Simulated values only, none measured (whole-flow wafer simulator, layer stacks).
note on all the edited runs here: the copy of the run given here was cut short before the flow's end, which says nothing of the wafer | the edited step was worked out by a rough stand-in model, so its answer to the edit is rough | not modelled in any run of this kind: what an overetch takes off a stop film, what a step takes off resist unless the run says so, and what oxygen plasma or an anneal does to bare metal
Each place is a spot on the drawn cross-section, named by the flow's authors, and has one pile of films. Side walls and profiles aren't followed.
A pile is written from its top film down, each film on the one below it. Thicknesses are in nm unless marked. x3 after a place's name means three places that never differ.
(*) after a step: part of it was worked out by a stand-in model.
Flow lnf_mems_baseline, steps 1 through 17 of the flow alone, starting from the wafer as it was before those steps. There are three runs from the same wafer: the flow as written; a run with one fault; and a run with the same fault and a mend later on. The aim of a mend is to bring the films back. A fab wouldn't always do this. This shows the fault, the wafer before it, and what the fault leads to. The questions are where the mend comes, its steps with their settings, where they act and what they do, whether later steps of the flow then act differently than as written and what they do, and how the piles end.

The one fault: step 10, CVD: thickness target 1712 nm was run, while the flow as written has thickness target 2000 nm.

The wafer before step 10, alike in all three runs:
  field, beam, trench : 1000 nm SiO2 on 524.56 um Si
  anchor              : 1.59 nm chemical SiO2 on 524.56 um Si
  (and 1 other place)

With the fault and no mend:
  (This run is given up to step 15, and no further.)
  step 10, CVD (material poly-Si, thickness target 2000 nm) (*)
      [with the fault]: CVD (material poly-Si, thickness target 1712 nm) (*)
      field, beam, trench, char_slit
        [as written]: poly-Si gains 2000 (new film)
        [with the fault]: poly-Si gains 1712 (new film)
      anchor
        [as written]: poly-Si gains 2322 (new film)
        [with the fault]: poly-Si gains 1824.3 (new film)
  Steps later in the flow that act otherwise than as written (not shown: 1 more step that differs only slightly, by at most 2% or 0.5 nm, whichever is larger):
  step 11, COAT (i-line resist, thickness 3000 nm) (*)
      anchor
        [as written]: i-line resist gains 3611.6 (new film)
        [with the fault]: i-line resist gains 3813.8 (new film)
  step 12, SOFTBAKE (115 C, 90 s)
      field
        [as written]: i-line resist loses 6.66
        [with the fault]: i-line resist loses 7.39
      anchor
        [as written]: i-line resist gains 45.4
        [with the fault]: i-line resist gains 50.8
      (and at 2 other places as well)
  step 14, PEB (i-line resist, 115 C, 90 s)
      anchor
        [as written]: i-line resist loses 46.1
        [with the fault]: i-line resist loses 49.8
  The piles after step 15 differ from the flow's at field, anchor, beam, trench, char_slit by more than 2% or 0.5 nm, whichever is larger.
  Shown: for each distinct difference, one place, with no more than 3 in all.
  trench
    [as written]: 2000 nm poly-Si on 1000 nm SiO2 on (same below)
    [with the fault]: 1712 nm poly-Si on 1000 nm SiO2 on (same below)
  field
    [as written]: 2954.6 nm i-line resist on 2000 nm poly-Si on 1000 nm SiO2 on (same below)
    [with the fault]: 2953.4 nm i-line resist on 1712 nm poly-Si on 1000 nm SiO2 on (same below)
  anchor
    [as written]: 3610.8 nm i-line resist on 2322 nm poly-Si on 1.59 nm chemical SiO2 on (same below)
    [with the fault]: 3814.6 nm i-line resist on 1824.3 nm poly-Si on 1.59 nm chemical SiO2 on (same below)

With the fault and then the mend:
  The mend stands after step 10.
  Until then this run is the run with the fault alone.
  step 10a, ETCH (chemistry tmah, depth target 2238 nm)
      field, beam, trench, char_slit
        poly-Si loses 1712 (all of it)
      anchor
        poly-Si loses 1824.3 (all of it)
  step 10b, CLEAN (chemistry SC1/SC2) (the flow's step 1, run once more)
      alters no film at any place that is followed
  step 10c, CVD (material poly-Si, thickness target 2000 nm) (*) (the flow's step 10, run once more)
      field, beam, trench, char_slit
        poly-Si gains 2000 (new film)
      anchor
        poly-Si gains 2322 (new film)
  Every later step of the flow that is run acts as written at every place that is followed.
  By the end, the piles equal the flow's at every place that both follow.
